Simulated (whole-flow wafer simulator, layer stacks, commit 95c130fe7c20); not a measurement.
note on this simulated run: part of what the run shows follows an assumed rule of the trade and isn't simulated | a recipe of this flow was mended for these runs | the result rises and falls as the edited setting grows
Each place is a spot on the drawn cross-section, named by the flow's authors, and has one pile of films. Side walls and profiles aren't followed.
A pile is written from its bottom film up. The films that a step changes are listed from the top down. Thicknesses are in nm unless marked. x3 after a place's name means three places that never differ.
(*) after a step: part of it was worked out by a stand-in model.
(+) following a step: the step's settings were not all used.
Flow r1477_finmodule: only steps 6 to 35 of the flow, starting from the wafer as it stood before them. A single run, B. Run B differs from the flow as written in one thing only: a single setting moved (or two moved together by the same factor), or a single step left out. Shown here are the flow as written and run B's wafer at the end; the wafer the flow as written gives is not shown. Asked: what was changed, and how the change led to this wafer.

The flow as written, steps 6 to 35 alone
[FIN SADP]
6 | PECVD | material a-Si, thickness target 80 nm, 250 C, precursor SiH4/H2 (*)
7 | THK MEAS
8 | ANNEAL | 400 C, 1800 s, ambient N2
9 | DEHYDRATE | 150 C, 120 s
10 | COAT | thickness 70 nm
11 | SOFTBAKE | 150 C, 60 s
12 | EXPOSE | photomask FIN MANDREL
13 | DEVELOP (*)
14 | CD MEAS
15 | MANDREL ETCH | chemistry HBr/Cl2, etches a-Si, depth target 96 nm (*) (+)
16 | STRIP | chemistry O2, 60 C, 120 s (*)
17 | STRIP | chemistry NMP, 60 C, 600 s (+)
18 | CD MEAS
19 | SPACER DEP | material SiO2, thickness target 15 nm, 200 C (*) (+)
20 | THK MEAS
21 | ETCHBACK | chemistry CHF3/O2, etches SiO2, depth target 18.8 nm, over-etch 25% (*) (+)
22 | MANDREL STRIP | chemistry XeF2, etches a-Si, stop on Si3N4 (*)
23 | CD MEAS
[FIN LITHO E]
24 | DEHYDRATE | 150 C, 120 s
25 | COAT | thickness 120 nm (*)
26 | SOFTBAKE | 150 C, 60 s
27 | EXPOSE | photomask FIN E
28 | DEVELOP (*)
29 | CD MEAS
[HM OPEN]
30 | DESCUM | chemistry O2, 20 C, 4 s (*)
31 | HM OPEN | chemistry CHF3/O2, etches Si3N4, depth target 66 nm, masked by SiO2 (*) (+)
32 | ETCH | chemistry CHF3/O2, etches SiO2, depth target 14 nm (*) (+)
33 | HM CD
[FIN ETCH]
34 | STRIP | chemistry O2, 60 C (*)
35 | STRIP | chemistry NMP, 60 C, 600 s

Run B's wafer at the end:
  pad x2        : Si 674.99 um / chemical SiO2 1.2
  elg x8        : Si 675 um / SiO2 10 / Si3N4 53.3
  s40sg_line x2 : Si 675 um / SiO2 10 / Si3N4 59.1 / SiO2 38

Cause: step 6, PECVD: thickness target 89.6 nm was run, while the flow as written has thickness target 80 nm; step 21, ETCHBACK: depth target 21.1 nm was run, where the flow has depth target 18.8 nm.

How this came from the change, step by step:
  6 | PECVD | material a-Si, thickness target 80 nm, 250 C, precursor SiH4/H2 (*)
      pad x2, elg x8, esg x2 and 24 more: a-Si gains 89.6 (new film) (in the flow as written it would be: a-Si gains 80 (new film))
  15 | MANDREL ETCH | chemistry HBr/Cl2, etches a-Si, depth target 96 nm (*) (+)
      pad x2, elg x8, esg x2 and 18 more: a-Si loses 89.6 (all of it), Si3N4 loses 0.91 (in the flow as written it would be: a-Si loses 80 (all of it), Si3N4 loses 2.29)
  21 | ETCHBACK | chemistry CHF3/O2, etches SiO2, depth target 18.8 nm, over-etch 25% (*) (+)
      pad x2, elg x8, esg x2 and 12 more: SiO2 loses 15 (all of it), Si3N4 loses 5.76 (in the flow as written it would be: SiO2 loses 15 (all of it), Si3N4 loses 3.62)
  22 | MANDREL STRIP | chemistry XeF2, etches a-Si, stop on Si3N4 (*)
      s40cg x2, s45cg x2, s50cg x2: a-Si loses 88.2 (all of it) (in the flow as written it would be: a-Si loses 79 (all of it))
  25 | COAT | thickness 120 nm (*)
      s40sg_line x2: e-beam-resist gains 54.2 (new film) (in the flow as written it would be: e-beam-resist gains 60 (new film))
      s45sg_line x2: e-beam-resist gains 54.4 (new film) (in the flow as written it would be: e-beam-resist gains 60.3 (new film))
      (as well as at 2 more places)
  28 | DEVELOP (*)
      s40sg_line x2: e-beam-resist loses 54.2 (all of it) (in the flow as written it would be: e-beam-resist loses 60 (all of it))
      s45sg_line x2: e-beam-resist loses 54.4 (all of it) (in the flow as written it would be: e-beam-resist loses 60.3 (all of it))
      (as well as at 2 more places)
